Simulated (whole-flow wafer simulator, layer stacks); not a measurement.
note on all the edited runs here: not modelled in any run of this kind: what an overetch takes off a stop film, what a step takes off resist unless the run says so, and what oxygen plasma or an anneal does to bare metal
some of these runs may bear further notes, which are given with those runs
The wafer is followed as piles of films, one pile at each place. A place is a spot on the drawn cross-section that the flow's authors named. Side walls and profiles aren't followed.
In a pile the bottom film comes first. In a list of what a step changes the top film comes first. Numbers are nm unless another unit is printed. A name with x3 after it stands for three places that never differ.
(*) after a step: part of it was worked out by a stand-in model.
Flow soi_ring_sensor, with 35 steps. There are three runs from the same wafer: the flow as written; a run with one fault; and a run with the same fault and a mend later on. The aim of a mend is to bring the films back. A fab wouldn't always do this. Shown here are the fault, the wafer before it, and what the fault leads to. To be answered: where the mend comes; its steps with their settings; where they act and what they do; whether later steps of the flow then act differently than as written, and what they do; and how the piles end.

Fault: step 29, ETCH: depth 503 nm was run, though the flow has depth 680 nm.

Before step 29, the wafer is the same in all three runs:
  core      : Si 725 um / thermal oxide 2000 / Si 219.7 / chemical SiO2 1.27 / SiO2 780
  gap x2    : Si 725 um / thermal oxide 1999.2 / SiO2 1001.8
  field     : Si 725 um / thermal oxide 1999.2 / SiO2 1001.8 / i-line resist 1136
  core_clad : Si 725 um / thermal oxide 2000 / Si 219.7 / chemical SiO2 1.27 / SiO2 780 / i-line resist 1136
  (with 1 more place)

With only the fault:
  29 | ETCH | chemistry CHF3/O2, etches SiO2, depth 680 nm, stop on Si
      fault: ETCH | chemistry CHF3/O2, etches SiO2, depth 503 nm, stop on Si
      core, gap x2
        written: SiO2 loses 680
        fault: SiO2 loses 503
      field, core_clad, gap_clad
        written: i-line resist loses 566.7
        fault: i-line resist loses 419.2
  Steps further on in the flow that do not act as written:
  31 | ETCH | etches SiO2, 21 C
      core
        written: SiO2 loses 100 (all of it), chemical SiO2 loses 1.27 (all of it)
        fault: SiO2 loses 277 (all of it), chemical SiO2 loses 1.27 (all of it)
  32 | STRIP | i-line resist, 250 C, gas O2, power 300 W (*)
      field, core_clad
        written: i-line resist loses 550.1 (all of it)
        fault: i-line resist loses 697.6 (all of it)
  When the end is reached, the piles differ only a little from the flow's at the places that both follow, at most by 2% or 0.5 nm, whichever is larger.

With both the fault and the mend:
  The mend follows step 29.
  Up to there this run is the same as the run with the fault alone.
  29a | ETCH | chemistry CHF3/O2, etches SiO2, depth 177 nm, stop on Si (the flow's step 29, run once more with other settings)
      core, gap x2
        SiO2 loses 177
      field, core_clad, gap_clad
        i-line resist loses 147.5
  Later steps of the flow that are run all act as written at every place that is followed.
  At every place that both follow, the piles at the end match the flow's.
